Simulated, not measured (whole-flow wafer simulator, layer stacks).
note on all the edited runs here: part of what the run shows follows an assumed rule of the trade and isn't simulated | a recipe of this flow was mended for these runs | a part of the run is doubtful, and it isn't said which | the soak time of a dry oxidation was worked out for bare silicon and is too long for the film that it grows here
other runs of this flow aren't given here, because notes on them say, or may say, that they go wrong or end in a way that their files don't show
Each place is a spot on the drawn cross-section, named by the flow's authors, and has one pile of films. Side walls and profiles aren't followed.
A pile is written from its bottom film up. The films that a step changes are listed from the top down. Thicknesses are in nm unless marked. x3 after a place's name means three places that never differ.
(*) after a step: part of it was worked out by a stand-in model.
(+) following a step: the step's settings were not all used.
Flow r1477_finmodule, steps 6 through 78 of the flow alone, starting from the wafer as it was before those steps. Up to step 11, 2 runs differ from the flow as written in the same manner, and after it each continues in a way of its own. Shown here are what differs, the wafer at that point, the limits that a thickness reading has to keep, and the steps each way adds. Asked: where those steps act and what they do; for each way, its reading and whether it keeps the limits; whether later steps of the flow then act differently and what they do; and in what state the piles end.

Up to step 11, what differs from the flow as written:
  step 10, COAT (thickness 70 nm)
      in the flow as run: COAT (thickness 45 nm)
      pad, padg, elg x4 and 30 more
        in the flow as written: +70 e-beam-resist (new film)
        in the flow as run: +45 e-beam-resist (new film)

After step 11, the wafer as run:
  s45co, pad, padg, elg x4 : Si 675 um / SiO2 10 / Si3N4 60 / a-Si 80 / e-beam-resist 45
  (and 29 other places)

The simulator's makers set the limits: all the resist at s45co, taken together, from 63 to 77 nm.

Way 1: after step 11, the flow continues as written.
  Reading after step 11: 45 nm, not within the limits.
  Later steps of the flow acting differently than as written (6 other steps are not shown; they differ only slightly, by no more than 2% or 0.5 nm, whichever is larger):
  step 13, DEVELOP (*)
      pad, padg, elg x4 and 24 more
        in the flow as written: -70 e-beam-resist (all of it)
        going this way: -45 e-beam-resist (all of it)
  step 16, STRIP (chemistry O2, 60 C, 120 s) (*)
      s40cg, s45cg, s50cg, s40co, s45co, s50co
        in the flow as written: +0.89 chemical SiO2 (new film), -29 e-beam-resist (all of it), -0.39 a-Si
        going this way: +1.13 chemical SiO2 (new film), -4.04 e-beam-resist (all of it), -0.5 a-Si
  The piles end the same as the flow's at every place that both follow.

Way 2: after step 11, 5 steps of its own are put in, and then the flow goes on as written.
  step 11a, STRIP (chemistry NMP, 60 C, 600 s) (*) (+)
      pad, padg, elg x4 and 30 more
        -45 e-beam-resist (all of it)
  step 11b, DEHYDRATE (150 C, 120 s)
      alters no film at any place that is followed
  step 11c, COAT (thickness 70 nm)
      pad, padg, elg x4 and 30 more
        +70 e-beam-resist (new film)
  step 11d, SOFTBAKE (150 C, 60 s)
      alters no film at any place that is followed
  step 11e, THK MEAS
      alters no film at any place that is followed
  Reading after step 11e: 70 nm, inside the limits.
  None of the later steps of the flow acts differently than as written at any place that is followed.
  The piles end the same as the flow's at every place that both follow.

Inside the limits: way 2. Outside the limits: way 1.
